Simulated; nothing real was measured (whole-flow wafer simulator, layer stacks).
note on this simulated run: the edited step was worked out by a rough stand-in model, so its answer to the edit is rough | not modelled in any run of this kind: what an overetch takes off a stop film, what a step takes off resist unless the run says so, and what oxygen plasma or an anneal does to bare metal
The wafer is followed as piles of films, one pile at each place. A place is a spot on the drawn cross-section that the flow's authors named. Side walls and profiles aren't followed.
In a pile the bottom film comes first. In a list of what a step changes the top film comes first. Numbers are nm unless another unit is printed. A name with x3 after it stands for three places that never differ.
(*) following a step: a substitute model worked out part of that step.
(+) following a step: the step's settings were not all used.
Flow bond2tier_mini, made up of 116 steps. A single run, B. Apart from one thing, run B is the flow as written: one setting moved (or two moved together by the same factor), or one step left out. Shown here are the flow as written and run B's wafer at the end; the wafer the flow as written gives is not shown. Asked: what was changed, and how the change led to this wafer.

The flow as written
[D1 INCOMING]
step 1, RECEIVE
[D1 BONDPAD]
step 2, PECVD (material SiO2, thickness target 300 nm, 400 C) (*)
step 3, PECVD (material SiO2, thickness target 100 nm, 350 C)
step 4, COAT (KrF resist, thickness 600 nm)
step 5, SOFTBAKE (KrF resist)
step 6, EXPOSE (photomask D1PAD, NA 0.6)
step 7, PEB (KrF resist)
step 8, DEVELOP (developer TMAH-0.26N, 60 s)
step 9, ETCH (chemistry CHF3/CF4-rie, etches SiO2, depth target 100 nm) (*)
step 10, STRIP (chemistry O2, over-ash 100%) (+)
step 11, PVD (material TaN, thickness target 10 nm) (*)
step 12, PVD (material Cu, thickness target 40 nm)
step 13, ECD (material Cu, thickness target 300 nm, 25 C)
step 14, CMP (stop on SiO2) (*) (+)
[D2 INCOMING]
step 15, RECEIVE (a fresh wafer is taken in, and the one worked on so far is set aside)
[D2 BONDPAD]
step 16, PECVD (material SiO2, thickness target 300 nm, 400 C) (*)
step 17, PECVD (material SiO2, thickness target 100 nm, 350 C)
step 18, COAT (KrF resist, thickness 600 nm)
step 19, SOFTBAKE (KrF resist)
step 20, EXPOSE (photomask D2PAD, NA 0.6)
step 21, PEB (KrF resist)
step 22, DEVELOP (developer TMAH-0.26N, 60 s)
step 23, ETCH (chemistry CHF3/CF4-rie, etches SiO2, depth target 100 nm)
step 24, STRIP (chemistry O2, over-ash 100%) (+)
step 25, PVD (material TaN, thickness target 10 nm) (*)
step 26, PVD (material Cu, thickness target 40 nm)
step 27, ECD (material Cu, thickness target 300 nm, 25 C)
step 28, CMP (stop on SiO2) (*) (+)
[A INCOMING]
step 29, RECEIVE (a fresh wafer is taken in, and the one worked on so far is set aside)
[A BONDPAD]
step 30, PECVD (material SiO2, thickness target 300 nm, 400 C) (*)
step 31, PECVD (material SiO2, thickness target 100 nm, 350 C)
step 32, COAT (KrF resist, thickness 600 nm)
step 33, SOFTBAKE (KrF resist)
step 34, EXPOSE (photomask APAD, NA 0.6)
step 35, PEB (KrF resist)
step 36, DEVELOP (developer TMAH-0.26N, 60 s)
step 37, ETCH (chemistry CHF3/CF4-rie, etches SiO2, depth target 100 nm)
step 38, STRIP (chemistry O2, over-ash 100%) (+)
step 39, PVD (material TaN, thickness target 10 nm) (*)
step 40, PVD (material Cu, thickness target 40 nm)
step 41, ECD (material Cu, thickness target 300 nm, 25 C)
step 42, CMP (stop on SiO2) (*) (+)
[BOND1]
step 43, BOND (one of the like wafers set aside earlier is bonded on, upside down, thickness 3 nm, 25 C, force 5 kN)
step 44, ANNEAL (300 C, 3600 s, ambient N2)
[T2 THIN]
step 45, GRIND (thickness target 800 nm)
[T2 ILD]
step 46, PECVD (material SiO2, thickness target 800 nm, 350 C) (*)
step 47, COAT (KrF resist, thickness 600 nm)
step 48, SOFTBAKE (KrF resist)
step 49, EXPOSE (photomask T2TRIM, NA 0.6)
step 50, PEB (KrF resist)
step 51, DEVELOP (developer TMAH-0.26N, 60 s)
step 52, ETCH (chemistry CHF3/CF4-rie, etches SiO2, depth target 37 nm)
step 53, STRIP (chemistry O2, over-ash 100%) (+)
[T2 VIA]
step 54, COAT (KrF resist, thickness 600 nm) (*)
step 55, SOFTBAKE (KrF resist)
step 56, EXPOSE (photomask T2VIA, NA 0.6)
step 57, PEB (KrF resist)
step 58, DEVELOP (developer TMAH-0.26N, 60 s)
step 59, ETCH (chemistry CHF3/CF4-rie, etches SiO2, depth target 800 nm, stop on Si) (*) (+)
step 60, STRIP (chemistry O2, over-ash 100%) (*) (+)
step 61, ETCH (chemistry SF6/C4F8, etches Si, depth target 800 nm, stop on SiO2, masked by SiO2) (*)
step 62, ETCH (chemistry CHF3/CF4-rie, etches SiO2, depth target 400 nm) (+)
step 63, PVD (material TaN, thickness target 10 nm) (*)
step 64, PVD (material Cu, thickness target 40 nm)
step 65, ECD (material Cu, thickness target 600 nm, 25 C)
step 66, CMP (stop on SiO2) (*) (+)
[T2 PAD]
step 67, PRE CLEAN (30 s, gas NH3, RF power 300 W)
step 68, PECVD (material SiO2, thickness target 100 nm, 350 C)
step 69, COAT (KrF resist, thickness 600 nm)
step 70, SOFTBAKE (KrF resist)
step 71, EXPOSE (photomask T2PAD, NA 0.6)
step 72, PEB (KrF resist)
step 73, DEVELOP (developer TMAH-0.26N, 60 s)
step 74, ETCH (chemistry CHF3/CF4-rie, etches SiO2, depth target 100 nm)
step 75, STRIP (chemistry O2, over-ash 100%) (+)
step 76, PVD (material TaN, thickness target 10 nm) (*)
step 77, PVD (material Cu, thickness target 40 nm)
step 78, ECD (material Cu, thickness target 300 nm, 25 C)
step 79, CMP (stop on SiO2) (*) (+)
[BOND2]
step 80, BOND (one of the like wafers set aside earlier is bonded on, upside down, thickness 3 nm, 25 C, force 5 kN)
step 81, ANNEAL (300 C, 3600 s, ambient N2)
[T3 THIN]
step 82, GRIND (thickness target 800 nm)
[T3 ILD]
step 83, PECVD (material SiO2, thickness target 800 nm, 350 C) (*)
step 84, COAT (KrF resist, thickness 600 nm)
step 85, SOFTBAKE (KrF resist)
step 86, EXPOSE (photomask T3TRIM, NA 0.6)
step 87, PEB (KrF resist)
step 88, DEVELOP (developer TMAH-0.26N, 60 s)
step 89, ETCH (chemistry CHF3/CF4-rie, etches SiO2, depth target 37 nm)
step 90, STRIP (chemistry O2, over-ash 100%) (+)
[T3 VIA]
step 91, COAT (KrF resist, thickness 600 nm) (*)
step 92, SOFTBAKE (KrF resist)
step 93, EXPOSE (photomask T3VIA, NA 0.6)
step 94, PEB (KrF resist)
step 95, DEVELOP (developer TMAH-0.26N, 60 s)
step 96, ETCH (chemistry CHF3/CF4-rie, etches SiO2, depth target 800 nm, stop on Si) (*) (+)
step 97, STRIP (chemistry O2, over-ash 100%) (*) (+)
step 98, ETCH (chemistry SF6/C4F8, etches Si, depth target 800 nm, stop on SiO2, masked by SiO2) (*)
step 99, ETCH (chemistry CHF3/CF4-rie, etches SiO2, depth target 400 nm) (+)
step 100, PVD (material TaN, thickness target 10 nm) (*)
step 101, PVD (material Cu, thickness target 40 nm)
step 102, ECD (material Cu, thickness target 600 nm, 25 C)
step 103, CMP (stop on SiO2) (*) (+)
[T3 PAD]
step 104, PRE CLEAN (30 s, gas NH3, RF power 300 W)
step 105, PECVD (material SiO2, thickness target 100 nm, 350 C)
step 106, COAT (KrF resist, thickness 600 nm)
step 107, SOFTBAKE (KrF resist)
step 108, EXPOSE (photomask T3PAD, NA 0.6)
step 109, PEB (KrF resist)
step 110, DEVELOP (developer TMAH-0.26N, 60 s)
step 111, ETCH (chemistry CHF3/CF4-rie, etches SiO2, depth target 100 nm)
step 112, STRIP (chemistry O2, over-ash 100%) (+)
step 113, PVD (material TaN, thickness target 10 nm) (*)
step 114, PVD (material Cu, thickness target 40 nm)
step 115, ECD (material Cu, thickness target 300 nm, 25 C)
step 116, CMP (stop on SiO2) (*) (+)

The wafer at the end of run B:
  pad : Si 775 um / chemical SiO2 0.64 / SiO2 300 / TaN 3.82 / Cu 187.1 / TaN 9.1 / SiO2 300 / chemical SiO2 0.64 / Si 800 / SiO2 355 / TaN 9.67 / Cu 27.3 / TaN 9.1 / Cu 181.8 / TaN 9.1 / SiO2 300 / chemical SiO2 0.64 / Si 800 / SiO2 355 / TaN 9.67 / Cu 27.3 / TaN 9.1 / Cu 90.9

Cause: step 39, PVD: thickness target 4.2 nm was run, while the flow as written has thickness target 10 nm.

How this came from the change, step by step:
  step 39, PVD (material TaN, thickness target 10 nm) (*)
      field: TaN gains 4.2 (new film) (in the flow as written it would be: TaN gains 10 (new film))
      pad: TaN gains 3.82 (new film) (in the flow as written it would be: TaN gains 9.1 (new film))
      (also at 1 further place)
  step 42, CMP (stop on SiO2) (*) (+)
      field: Cu loses 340 (all of it), TaN loses 4.2 (all of it) (in the flow as written it would be: Cu loses 340 (all of it), TaN loses 10 (all of it))
